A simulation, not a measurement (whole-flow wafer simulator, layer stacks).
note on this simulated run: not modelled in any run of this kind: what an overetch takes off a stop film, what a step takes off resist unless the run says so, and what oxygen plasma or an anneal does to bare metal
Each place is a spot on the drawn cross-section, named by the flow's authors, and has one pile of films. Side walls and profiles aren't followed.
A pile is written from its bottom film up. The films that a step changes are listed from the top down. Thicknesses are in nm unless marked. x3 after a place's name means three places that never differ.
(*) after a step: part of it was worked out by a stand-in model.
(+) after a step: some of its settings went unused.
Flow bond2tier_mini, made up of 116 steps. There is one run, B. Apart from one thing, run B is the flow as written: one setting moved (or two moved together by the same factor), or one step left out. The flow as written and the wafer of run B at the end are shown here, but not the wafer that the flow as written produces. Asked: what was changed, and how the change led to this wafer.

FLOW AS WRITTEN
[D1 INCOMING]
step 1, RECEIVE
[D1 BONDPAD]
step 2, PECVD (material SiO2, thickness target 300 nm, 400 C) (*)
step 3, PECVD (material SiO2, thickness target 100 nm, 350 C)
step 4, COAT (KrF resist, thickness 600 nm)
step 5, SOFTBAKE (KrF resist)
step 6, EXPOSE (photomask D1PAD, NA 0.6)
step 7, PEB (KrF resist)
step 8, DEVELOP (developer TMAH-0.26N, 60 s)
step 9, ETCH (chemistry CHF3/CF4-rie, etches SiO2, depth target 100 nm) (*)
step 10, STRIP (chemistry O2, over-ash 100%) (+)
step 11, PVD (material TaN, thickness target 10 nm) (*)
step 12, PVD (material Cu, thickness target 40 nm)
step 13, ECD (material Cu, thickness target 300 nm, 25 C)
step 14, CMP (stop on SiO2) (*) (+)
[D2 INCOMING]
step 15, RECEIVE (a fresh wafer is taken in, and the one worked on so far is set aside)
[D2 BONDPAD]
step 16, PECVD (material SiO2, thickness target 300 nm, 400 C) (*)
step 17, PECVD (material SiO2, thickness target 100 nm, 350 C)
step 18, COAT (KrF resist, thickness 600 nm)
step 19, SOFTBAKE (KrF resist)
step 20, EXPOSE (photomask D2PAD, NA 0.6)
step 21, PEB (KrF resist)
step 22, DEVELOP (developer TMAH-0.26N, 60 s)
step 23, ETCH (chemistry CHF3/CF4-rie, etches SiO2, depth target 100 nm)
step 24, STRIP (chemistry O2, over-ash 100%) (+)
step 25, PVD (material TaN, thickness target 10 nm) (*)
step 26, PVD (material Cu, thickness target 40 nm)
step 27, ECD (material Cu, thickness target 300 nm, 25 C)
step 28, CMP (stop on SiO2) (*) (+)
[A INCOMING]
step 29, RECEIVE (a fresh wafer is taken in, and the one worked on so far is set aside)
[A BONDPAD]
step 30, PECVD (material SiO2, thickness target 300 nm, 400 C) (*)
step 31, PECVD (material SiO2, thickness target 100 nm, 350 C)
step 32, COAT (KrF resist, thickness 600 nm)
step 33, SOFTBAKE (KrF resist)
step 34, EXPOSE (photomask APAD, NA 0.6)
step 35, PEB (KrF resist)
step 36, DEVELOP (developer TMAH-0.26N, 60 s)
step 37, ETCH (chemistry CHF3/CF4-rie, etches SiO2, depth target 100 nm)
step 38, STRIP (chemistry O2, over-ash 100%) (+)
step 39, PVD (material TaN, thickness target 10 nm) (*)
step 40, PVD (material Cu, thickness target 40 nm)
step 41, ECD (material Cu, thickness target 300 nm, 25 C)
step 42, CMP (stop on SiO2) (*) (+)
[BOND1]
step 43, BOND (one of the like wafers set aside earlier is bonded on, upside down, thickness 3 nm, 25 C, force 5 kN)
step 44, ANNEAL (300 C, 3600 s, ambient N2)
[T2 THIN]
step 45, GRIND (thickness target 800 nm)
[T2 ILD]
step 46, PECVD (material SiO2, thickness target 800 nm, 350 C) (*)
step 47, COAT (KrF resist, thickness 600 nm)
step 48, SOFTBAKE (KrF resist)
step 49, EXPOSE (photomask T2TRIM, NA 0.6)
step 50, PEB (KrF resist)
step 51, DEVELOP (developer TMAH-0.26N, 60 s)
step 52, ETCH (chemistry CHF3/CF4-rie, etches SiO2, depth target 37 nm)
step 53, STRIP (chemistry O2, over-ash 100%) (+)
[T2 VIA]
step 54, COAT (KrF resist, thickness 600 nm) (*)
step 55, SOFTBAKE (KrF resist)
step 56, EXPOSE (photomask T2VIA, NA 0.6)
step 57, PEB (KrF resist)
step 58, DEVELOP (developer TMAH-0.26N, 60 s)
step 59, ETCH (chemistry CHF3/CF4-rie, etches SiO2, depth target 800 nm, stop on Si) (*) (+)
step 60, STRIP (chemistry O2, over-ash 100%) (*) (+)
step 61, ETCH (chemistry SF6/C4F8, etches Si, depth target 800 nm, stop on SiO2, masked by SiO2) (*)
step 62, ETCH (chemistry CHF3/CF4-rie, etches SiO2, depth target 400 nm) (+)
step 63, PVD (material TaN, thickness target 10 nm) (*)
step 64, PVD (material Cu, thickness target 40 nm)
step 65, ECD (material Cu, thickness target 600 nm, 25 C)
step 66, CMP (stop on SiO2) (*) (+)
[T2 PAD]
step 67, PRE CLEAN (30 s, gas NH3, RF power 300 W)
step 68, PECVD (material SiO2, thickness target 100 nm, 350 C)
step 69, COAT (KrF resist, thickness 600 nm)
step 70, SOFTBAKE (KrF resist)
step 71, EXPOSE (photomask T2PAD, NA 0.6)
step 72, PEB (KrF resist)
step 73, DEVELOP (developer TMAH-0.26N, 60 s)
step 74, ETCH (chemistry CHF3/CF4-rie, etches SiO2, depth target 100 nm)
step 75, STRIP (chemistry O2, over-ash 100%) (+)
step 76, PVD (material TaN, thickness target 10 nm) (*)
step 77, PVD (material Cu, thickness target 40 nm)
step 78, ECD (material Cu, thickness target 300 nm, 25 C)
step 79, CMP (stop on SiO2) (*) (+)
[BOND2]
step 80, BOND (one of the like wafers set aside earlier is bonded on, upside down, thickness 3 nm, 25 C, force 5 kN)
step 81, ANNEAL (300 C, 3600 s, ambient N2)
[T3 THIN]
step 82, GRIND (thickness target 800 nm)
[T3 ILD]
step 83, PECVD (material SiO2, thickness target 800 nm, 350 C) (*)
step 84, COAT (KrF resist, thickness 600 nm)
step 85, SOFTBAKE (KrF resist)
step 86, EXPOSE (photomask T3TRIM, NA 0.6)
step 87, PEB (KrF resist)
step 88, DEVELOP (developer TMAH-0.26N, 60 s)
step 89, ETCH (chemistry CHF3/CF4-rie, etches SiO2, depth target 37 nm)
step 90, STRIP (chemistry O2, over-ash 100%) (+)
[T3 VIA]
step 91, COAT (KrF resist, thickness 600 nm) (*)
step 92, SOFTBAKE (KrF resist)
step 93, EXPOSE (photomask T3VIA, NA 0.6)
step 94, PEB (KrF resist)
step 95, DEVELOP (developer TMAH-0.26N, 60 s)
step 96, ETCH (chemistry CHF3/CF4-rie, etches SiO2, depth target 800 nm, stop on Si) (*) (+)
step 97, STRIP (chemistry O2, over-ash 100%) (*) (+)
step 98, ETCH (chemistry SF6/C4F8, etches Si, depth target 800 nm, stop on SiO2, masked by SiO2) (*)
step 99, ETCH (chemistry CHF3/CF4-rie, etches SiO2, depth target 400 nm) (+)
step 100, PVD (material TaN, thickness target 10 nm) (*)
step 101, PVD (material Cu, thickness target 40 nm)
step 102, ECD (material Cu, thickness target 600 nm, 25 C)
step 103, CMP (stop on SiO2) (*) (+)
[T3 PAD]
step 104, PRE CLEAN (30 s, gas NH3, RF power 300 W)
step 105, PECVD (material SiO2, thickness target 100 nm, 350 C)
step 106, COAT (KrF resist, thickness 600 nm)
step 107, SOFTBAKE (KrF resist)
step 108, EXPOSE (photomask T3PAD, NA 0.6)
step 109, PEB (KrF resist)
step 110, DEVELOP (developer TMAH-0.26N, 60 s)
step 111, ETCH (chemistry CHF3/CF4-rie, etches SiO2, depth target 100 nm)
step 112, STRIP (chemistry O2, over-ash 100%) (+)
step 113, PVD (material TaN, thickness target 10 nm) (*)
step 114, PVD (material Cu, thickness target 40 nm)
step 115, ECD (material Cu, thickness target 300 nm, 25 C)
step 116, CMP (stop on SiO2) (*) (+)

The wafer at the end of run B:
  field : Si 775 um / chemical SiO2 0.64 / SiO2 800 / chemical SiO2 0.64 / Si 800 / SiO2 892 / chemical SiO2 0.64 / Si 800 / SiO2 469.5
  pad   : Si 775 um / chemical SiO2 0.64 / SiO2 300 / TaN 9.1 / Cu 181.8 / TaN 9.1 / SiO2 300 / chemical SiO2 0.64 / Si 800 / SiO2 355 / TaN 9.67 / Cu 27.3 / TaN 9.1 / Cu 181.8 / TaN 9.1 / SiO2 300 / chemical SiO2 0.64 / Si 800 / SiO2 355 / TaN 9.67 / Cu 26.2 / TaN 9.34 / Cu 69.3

Cause: step 105, PECVD: thickness target 77.5 nm was run, while the flow as written has thickness target 100 nm.

How this came from the change, step by step:
  step 105, PECVD (material SiO2, thickness target 100 nm, 350 C)
      field: SiO2 gains 77.5 (as written it would have been: SiO2 gains 100)
      pad: SiO2 gains 77.5 (new film) (as written it would have been: SiO2 gains 100 (new film))
  step 111, ETCH (chemistry CHF3/CF4-rie, etches SiO2, depth target 100 nm)
      pad: SiO2 loses 77.5 (all of it), Cu loses 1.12 (as written it would have been: SiO2 loses 100 (all of it))
  step 114, PVD (material Cu, thickness target 40 nm)
      pad: Cu gains 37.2 (new film) (as written it would have been: Cu gains 36.4 (new film))
  step 115, ECD (material Cu, thickness target 300 nm, 25 C)
      pad: Cu gains 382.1 (as written it would have been: Cu gains 404.5)
